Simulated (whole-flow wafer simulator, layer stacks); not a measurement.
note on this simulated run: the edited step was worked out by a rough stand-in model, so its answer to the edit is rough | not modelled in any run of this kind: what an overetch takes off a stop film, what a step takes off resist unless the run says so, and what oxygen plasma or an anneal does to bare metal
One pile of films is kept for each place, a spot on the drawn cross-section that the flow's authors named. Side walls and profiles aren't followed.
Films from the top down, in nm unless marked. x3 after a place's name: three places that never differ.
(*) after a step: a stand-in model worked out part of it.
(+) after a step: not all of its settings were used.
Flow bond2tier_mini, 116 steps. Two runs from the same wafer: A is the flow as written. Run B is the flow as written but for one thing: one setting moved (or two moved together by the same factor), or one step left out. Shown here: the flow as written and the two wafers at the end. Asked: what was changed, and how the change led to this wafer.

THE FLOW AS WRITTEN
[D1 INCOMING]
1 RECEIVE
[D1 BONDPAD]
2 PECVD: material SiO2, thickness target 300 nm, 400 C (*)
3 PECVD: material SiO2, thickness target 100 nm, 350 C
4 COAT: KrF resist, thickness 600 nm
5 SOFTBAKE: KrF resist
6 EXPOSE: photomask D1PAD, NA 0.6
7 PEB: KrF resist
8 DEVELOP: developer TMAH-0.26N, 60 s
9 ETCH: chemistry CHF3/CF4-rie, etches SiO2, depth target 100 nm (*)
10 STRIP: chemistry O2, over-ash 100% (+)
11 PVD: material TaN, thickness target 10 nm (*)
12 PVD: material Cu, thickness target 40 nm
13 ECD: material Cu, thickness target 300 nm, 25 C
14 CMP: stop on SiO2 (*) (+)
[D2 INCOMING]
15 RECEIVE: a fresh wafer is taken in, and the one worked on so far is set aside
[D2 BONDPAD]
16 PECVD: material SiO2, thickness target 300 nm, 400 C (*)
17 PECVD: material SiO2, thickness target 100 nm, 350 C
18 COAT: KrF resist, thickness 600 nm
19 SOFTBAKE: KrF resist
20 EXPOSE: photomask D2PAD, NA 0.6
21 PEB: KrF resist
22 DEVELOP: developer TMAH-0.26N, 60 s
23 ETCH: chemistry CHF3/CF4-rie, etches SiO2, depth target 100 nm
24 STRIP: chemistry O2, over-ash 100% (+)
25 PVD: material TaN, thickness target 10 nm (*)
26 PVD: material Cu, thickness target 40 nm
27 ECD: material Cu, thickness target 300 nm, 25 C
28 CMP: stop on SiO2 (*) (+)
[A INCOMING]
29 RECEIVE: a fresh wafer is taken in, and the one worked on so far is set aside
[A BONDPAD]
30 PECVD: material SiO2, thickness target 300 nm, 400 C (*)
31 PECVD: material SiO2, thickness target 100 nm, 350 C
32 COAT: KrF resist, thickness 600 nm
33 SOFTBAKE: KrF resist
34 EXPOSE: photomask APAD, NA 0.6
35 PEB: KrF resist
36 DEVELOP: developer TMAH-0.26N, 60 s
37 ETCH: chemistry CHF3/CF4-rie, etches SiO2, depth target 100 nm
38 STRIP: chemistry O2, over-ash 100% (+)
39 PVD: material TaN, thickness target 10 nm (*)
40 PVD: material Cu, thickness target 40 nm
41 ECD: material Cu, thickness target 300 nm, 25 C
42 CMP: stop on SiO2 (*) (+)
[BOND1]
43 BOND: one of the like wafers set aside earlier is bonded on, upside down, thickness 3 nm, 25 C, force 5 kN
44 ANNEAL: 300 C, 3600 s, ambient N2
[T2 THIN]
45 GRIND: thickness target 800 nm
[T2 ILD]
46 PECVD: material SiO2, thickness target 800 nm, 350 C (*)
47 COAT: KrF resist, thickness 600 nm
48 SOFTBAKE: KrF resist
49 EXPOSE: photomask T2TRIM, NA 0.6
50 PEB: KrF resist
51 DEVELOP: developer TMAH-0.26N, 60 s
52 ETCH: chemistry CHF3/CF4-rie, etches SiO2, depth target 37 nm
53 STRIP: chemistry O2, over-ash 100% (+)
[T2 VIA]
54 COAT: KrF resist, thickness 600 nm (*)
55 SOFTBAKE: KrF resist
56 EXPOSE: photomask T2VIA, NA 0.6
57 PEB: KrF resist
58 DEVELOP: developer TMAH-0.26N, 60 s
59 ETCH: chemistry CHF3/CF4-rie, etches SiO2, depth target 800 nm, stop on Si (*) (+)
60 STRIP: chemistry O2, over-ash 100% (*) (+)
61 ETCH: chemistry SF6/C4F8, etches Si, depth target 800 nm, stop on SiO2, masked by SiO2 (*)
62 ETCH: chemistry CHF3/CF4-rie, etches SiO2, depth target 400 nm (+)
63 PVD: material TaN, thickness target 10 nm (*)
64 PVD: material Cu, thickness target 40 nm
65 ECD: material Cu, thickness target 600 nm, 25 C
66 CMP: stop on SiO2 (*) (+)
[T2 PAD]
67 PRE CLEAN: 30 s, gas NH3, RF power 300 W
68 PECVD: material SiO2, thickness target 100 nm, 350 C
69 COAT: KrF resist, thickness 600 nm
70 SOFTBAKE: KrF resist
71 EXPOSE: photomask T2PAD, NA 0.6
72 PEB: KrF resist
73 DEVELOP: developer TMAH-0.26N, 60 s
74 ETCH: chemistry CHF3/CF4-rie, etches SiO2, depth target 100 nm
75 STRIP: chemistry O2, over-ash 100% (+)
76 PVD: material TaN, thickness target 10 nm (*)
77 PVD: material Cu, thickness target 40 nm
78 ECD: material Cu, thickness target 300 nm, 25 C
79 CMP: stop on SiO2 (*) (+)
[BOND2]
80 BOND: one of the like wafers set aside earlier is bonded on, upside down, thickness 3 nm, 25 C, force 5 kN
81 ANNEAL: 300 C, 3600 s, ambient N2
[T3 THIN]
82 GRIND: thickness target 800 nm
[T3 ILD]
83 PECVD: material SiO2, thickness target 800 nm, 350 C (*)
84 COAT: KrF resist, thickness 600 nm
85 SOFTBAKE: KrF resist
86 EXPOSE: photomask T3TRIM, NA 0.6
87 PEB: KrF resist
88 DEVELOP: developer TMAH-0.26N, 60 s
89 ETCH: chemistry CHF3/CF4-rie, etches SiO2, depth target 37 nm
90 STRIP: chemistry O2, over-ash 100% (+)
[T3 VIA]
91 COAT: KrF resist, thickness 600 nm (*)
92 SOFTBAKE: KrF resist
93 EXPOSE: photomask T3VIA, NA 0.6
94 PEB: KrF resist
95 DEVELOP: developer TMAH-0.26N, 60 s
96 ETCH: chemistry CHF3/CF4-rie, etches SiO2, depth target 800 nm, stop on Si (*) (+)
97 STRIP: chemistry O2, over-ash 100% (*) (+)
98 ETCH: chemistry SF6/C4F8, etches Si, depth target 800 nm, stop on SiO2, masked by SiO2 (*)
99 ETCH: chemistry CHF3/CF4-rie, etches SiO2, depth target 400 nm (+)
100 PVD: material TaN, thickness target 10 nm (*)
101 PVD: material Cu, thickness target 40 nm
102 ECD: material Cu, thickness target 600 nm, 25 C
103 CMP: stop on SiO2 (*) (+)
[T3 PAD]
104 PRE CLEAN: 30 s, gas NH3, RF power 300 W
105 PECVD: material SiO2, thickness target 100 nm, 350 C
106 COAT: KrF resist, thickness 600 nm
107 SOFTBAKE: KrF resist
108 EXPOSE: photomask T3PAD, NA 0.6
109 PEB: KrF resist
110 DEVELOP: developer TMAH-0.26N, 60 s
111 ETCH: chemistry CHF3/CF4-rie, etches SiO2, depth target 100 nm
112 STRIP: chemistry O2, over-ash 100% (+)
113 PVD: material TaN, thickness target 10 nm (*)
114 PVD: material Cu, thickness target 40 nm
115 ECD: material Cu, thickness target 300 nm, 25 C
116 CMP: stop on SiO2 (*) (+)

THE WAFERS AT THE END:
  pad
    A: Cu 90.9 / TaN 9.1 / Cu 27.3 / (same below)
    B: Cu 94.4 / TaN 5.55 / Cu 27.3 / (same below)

The cause: step 113, PVD: thickness target 6.1 nm was run, where the flow has thickness target 10 nm.

How the change led to this, step by step:
  113 PVD: material TaN, thickness target 10 nm (*)
      field: A TaN +10 (new film) | B TaN +6.1 (new film)
      pad: A TaN +9.1 (new film) | B TaN +5.55 (new film)
  116 CMP: stop on SiO2 (*) (+)
      field: A Cu -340 (all of it), TaN -10 (all of it) | B Cu -340 (all of it), TaN -6.1 (all of it)
